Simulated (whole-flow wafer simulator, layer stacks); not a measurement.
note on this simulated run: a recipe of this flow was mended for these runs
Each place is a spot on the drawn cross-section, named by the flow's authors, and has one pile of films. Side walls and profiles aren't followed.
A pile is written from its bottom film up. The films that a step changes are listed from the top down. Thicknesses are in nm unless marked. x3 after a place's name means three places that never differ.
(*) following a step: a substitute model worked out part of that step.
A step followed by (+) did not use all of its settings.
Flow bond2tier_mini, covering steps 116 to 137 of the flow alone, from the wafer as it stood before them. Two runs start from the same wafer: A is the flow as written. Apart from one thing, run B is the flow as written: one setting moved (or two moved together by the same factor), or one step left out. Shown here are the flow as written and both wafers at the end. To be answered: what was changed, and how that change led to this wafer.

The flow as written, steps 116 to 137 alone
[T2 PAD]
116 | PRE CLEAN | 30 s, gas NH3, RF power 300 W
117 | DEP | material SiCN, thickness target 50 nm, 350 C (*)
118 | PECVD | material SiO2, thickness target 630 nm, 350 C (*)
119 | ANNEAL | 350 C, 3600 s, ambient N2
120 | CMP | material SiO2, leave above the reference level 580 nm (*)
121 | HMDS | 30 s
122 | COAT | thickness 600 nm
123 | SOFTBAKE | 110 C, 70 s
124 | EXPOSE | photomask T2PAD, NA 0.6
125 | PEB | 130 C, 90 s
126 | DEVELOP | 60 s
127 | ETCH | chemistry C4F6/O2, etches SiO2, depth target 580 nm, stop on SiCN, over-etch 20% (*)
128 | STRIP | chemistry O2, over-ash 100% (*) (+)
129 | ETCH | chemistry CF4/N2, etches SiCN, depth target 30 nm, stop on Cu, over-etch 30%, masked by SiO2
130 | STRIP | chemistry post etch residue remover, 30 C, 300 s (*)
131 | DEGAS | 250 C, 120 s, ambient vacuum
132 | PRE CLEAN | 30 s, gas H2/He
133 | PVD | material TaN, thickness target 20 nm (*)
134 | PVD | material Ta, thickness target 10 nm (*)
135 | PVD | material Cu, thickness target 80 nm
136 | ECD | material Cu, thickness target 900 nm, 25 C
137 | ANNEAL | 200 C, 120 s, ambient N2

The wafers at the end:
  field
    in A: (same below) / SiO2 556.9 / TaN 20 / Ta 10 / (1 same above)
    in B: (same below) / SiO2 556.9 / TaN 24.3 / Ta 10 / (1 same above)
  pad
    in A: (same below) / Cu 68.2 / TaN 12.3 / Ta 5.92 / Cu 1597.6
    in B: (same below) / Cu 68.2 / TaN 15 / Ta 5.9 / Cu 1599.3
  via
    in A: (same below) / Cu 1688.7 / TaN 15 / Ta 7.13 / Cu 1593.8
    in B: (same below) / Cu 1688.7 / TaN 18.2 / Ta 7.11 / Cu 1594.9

The reason: step 133, PVD: thickness target 24.3 nm was run, whereas the flow has thickness target 20 nm.
The wafer itself shows it: field has TaN 24.3, and step 133 as written asks for 20 nm.

How this came from the change, step by step:
  133 | PVD | material TaN, thickness target 20 nm (*)
      field: A +20 TaN (new film) | B +24.3 TaN (new film)
      pad: A +12.3 TaN (new film) | B +15 TaN (new film)
      (and at 1 other place as well)
